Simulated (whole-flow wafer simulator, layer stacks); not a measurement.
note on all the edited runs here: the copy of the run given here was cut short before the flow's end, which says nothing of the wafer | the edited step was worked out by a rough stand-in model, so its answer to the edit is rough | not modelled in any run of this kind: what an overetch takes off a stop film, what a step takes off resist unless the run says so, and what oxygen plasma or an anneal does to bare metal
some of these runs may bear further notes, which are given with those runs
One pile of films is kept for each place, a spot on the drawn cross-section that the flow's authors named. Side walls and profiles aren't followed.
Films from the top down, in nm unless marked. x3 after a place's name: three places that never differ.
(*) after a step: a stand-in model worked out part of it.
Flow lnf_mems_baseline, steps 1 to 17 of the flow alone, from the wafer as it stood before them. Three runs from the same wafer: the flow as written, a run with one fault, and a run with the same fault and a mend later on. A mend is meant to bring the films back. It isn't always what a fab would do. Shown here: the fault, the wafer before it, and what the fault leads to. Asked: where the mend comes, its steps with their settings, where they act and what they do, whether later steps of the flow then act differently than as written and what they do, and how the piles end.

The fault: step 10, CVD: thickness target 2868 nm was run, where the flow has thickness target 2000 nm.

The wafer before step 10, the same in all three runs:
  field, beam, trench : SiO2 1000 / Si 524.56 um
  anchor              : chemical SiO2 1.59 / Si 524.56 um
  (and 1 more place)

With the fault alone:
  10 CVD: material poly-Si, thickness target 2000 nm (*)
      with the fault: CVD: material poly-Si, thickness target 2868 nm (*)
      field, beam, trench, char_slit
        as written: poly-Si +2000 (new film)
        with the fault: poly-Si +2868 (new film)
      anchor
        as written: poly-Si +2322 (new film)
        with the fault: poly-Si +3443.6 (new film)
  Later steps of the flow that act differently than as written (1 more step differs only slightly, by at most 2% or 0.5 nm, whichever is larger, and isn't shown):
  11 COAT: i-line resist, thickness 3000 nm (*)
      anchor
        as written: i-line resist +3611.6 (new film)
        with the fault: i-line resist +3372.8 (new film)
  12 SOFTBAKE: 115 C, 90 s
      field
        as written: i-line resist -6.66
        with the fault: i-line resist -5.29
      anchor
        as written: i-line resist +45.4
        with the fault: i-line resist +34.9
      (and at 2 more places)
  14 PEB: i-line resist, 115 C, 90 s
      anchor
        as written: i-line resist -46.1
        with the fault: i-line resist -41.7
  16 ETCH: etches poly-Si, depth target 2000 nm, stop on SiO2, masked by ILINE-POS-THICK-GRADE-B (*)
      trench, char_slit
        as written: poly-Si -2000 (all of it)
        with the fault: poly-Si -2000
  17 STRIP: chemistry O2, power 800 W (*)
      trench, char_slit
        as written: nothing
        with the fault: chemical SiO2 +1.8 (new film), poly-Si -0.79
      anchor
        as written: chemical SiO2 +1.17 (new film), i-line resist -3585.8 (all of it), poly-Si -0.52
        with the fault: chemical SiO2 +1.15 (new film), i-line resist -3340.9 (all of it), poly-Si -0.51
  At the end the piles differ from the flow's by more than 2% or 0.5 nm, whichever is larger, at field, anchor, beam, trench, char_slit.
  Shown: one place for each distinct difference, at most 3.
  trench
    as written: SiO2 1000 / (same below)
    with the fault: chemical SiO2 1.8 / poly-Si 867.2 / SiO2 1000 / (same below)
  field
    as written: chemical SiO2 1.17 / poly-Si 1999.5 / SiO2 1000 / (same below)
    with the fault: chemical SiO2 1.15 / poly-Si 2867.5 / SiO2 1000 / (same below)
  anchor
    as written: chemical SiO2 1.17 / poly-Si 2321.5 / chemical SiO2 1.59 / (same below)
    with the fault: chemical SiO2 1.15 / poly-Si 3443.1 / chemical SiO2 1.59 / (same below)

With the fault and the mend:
  The mend comes after step 10.
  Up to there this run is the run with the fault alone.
  10a ETCH: chemistry tmah, depth target 3862 nm
      field, beam, trench, char_slit
        poly-Si -2868 (all of it)
      anchor
        poly-Si -3443.6 (all of it)
  10b CLEAN: chemistry SC1/SC2 (the flow's step 1 once more)
      changes no film at any place that is followed
  10c CVD: material poly-Si, thickness target 2000 nm (*) (the flow's step 10 once more)
      field, beam, trench, char_slit
        poly-Si +2000 (new film)
      anchor
        poly-Si +2322 (new film)
  No later step of the flow acts differently than as written at any place that is followed.
  At the end the piles are the same as the flow's at every place that both follow.
